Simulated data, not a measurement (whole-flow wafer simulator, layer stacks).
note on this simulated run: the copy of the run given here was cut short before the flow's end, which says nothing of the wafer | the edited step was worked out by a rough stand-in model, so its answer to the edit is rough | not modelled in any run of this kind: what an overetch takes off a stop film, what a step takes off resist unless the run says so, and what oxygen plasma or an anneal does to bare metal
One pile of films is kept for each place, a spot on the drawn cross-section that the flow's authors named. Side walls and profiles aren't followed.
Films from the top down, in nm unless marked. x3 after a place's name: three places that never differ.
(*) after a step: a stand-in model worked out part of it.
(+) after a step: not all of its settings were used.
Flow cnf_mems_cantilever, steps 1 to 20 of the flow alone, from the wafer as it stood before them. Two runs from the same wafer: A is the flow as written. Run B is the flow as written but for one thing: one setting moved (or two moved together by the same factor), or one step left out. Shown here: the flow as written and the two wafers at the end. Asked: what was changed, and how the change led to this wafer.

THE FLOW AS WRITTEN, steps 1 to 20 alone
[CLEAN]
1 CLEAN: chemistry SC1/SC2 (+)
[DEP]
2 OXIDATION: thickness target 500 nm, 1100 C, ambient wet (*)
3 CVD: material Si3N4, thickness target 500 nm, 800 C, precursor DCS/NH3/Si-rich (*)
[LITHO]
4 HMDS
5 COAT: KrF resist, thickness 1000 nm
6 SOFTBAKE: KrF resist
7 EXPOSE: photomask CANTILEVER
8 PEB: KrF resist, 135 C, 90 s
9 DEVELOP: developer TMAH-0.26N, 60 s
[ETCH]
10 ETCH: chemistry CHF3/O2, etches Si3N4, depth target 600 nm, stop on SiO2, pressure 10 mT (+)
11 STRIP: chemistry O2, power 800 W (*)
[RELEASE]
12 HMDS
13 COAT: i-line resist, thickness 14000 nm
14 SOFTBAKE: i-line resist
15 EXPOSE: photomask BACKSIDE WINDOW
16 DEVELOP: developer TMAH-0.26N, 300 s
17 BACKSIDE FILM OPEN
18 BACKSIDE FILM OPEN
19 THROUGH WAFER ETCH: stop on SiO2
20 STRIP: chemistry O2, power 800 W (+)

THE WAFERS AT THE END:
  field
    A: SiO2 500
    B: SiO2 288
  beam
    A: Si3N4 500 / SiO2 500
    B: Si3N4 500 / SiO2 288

The cause: step 2, OXIDATION: thickness target 288 nm was run, where the flow has thickness target 500 nm.
It can be read off the wafer: field has SiO2 288, and step 2 as written asks for 500 nm.

How the change led to this, step by step:
  2 OXIDATION: thickness target 500 nm, 1100 C, ambient wet (*)
      field, beam: A SiO2 +500 (new film), chemical SiO2 -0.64 (all of it), Si -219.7 | B SiO2 +288 (new film), chemical SiO2 -0.64 (all of it), Si -126.4
  19 THROUGH WAFER ETCH: stop on SiO2
      field: A under 1 film: Si -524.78 um (all of it) | B under 1 film: Si -524.87 um (all of it)
      beam: A under 2 films: Si -524.78 um (all of it) | B under 2 films: Si -524.87 um (all of it)
